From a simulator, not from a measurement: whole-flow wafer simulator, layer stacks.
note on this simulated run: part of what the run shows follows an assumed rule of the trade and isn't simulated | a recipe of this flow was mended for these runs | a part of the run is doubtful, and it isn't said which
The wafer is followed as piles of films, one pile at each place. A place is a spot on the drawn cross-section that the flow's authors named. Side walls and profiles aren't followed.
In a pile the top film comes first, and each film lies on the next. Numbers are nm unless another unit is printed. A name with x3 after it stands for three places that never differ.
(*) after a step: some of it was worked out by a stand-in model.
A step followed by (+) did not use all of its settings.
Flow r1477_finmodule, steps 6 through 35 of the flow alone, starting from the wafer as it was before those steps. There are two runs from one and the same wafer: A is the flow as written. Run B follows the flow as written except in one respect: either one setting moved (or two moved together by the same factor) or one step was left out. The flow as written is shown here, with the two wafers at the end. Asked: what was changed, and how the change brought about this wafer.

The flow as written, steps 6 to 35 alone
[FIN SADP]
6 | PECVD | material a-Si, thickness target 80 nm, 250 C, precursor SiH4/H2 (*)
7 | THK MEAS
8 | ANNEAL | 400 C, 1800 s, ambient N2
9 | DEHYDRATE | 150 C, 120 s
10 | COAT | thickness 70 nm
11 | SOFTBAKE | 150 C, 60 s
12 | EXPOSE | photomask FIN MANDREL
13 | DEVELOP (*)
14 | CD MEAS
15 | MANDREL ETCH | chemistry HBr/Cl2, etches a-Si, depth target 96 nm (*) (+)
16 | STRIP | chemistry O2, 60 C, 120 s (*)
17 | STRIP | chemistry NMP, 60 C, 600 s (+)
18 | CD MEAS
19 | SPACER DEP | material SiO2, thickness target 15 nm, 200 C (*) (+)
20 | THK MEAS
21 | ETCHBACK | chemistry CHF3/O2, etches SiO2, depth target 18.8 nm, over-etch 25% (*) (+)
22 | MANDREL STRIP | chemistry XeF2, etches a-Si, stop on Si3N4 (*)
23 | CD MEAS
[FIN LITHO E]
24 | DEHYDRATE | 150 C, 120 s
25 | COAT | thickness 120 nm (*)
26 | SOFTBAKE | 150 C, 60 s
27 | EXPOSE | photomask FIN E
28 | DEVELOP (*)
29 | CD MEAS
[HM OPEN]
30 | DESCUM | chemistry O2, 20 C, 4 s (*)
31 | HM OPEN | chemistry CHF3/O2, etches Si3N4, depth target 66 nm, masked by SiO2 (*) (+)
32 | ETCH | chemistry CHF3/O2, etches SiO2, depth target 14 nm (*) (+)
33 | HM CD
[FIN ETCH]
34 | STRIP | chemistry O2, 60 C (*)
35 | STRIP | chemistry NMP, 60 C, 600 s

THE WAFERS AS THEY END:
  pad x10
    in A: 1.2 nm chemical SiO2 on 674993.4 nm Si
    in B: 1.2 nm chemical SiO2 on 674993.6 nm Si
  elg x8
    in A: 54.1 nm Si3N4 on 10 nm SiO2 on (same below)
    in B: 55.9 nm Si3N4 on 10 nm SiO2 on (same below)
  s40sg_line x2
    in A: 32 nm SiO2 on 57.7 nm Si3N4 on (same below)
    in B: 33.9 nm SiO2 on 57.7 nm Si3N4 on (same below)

What caused this: step 21, ETCHBACK: depth target 16.9 nm was run, while the flow as written has depth target 18.8 nm.

The path from the change to this, step by step:
  21 | ETCHBACK | chemistry CHF3/O2, etches SiO2, depth target 18.8 nm, over-etch 25% (*) (+)
      pad x10, elg x8, s40sg x2, s45sg x2, s50sg x2: A SiO2 loses 15 (all of it), Si3N4 loses 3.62 | B SiO2 loses 15 (all of it), Si3N4 loses 1.77
  31 | HM OPEN | chemistry CHF3/O2, etches Si3N4, depth target 66 nm, masked by SiO2 (*) (+)
      pad x10, s40sg x2, s45sg x2, s50sg x2: A Si3N4 loses 54.1 (all of it), SiO2 loses 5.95 | B Si3N4 loses 55.9 (all of it), SiO2 loses 5.03
  32 | ETCH | chemistry CHF3/O2, etches SiO2, depth target 14 nm (*) (+)
      pad x10, s40sg x2, s45sg x2, s50sg x2: A SiO2 loses 4.05 (all of it), Si loses 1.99 | B SiO2 loses 4.97 (all of it), Si loses 1.81
